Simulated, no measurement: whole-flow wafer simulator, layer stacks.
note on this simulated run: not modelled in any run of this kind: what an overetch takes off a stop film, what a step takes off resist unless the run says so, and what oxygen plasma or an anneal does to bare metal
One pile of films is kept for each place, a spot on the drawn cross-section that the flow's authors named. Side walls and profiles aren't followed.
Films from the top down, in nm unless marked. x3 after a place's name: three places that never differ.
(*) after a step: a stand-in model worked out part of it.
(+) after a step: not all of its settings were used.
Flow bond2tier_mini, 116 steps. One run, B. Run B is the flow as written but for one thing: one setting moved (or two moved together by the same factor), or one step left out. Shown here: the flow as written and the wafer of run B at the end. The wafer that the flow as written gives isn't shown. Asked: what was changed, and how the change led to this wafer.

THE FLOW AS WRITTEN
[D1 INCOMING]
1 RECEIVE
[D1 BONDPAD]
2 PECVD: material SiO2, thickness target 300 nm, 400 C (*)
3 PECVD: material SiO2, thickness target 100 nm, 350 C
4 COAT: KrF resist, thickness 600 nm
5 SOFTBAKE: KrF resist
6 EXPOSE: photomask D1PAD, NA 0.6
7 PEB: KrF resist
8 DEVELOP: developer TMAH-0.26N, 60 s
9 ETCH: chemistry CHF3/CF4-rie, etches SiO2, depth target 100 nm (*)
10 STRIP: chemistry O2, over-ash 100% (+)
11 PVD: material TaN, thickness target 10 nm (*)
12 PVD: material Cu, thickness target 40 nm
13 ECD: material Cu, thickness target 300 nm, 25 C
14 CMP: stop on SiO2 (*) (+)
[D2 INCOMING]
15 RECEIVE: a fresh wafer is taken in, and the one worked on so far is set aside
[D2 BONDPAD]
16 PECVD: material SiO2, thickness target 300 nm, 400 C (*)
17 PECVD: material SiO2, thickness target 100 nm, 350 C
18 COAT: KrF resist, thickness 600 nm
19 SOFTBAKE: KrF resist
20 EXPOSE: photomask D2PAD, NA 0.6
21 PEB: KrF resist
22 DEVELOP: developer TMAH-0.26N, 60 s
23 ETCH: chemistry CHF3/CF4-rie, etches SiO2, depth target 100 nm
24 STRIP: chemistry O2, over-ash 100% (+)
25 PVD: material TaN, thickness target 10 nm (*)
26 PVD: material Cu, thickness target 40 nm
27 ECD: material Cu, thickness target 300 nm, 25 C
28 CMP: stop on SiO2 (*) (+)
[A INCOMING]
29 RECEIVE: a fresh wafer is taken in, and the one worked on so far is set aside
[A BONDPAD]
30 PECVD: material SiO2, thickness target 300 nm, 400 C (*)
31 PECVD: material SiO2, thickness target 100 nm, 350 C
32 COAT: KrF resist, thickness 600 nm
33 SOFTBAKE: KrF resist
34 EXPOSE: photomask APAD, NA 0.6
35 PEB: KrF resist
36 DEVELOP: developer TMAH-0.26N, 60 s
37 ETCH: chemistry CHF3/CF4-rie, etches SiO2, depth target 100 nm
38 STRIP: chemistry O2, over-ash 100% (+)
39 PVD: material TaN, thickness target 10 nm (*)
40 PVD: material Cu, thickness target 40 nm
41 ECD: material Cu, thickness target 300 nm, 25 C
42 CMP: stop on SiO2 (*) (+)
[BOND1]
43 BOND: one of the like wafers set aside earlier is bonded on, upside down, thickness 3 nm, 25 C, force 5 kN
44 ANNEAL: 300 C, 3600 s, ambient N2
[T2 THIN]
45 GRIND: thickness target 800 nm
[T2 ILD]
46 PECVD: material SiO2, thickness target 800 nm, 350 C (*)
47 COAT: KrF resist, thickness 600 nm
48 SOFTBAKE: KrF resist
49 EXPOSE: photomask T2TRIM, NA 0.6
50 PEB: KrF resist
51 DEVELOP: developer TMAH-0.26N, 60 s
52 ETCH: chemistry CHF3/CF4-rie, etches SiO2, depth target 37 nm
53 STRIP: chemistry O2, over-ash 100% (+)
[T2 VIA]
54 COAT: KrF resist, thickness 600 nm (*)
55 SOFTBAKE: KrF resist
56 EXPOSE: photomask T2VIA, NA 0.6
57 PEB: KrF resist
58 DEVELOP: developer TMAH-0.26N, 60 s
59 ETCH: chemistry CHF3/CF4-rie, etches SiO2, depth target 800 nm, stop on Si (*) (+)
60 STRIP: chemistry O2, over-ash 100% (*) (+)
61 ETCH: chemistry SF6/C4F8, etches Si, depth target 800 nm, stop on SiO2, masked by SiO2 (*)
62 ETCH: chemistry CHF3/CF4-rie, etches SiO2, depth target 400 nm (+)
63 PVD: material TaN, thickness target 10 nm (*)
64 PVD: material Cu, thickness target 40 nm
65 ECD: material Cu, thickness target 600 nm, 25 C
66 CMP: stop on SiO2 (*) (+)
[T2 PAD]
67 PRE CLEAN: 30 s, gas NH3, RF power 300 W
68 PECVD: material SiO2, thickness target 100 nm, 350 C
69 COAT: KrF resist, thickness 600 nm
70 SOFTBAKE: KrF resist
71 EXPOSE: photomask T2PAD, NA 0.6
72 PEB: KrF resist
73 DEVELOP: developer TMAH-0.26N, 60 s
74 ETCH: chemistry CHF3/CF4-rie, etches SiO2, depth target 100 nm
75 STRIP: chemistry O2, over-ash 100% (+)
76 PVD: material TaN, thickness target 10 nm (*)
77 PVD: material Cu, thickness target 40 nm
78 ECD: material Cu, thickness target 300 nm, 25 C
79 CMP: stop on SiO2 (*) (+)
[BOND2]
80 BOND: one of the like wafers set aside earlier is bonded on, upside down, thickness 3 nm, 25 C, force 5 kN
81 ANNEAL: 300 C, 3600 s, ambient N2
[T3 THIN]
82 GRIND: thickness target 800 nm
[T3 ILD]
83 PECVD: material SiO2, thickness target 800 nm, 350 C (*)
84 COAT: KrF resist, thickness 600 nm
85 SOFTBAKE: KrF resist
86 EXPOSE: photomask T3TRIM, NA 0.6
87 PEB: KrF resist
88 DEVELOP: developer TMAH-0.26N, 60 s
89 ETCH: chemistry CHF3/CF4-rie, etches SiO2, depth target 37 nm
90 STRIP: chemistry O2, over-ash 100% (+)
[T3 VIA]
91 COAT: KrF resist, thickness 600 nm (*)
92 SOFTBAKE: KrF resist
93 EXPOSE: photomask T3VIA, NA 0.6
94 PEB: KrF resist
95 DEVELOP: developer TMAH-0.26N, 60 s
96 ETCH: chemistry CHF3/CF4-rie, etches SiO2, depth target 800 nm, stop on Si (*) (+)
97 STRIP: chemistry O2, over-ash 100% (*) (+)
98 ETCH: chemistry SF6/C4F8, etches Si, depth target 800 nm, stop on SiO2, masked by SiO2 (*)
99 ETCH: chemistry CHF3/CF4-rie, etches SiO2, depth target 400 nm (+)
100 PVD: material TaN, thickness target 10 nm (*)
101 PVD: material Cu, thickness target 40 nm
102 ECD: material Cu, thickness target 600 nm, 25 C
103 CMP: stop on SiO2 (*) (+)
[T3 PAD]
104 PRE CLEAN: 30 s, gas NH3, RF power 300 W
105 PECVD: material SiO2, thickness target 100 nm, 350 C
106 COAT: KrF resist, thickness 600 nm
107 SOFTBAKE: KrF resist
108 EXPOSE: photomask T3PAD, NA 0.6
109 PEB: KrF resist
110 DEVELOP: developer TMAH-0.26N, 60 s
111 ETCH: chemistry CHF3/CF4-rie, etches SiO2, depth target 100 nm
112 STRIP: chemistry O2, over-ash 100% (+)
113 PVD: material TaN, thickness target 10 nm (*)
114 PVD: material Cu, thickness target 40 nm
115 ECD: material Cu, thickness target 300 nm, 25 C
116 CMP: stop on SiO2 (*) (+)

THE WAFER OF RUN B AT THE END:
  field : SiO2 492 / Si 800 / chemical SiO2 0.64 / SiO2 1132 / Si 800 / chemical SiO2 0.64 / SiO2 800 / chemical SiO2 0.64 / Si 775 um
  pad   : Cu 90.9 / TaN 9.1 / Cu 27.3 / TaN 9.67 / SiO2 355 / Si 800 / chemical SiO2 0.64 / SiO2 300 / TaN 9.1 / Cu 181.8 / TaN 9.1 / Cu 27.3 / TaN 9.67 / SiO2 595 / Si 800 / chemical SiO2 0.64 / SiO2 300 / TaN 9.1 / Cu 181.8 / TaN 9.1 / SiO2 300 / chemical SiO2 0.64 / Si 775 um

The cause: step 62, ETCH: depth target 160 nm was run, where the flow has depth target 400 nm.

How the change led to this, step by step:
  62 ETCH: chemistry CHF3/CF4-rie, etches SiO2, depth target 400 nm (+)
      field, pad: SiO2 -160 (as written it would be: SiO2 -400)
